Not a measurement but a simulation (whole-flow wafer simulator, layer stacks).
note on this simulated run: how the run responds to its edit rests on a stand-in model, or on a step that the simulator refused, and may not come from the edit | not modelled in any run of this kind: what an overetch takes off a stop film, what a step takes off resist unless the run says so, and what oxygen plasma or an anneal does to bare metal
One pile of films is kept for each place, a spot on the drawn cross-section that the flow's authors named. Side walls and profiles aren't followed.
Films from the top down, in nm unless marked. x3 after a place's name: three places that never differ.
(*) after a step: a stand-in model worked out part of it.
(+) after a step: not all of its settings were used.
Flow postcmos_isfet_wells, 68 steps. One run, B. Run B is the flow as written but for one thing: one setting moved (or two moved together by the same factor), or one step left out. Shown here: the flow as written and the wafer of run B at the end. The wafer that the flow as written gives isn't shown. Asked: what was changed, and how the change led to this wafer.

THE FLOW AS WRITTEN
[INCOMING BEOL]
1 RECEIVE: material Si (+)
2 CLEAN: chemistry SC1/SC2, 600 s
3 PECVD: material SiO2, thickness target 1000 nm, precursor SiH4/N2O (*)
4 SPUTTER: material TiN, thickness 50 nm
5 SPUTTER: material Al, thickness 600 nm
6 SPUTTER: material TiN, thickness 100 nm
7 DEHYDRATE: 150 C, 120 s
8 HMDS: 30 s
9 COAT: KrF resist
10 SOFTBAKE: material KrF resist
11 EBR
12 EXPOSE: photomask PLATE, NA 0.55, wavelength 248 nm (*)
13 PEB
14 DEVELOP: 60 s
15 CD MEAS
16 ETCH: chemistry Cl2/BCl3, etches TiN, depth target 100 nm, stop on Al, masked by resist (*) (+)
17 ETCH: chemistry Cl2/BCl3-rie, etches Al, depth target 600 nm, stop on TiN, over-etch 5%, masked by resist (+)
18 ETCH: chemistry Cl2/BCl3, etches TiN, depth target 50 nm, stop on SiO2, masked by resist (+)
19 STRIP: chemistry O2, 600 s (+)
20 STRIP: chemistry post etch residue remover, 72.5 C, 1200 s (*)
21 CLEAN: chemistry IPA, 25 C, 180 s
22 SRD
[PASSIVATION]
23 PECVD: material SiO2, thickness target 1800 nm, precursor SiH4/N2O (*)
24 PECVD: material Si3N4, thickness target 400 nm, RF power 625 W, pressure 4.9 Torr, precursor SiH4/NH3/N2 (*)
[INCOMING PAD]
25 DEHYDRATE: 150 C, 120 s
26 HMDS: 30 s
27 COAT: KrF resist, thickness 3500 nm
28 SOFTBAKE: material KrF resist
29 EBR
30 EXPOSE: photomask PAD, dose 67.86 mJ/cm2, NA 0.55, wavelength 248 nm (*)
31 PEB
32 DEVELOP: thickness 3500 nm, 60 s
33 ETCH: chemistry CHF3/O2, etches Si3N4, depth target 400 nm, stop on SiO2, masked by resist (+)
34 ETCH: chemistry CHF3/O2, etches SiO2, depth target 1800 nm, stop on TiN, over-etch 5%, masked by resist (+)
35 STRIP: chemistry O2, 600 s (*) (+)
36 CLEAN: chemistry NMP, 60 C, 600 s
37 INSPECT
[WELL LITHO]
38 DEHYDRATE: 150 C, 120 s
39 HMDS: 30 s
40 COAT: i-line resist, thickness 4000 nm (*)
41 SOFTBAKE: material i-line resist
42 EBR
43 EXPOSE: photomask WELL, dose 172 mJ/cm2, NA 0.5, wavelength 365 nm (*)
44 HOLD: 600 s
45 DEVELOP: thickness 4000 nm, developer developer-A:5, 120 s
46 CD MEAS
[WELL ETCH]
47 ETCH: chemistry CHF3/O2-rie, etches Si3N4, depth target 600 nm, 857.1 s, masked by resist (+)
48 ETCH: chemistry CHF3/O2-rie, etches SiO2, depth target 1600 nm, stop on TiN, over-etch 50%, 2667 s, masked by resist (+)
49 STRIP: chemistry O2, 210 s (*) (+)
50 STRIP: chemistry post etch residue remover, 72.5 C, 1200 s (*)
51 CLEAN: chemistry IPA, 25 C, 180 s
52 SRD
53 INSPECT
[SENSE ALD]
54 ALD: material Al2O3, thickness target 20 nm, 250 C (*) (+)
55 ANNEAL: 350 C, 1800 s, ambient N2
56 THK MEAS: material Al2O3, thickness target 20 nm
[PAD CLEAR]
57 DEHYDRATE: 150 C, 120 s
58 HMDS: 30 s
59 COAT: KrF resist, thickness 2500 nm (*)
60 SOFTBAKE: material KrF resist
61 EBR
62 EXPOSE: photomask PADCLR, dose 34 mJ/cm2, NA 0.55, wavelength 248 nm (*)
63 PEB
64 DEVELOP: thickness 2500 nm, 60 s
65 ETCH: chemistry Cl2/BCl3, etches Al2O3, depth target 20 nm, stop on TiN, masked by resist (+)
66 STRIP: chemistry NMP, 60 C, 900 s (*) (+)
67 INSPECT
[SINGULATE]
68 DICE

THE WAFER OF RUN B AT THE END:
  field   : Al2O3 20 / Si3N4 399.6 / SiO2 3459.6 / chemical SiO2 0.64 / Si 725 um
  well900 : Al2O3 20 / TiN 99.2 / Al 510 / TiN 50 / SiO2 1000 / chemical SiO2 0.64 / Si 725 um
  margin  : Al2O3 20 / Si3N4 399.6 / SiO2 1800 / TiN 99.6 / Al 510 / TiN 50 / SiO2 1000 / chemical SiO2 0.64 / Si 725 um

The cause: step 5, SPUTTER: thickness 510 nm was run, where the flow has thickness 600 nm.
It can be read off the wafer: well900 has Al 510, and step 5 as written asks for 600 nm.

How the change led to this, step by step:
  5 SPUTTER: material Al, thickness 600 nm
      field, margin, well900, well1300 x3, pad_rim, pad_clr, pad_open: Al +510 (new film) (as written it would be: Al +600 (new film))
  17 ETCH: chemistry Cl2/BCl3-rie, etches Al, depth target 600 nm, stop on TiN, over-etch 5%, masked by resist (+)
      margin, well900, well1300 x3, pad_rim, pad_clr, pad_open: KrF resist -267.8 (as written it would be: KrF resist -300)
      field: Al -510 (all of it) (as written it would be: Al -600 (all of it))
  19 STRIP: chemistry O2, 600 s (+)
      margin, well900, well1300 x3, pad_rim, pad_clr, pad_open: KrF resist -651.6 (all of it) (as written it would be: KrF resist -619.4 (all of it))
  23 PECVD: material SiO2, thickness target 1800 nm, precursor SiH4/N2O (*)
      field: SiO2 +2459.6 (as written it would be: SiO2 +1800 (new film), void +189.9 (new film), SiO2 +559.7)
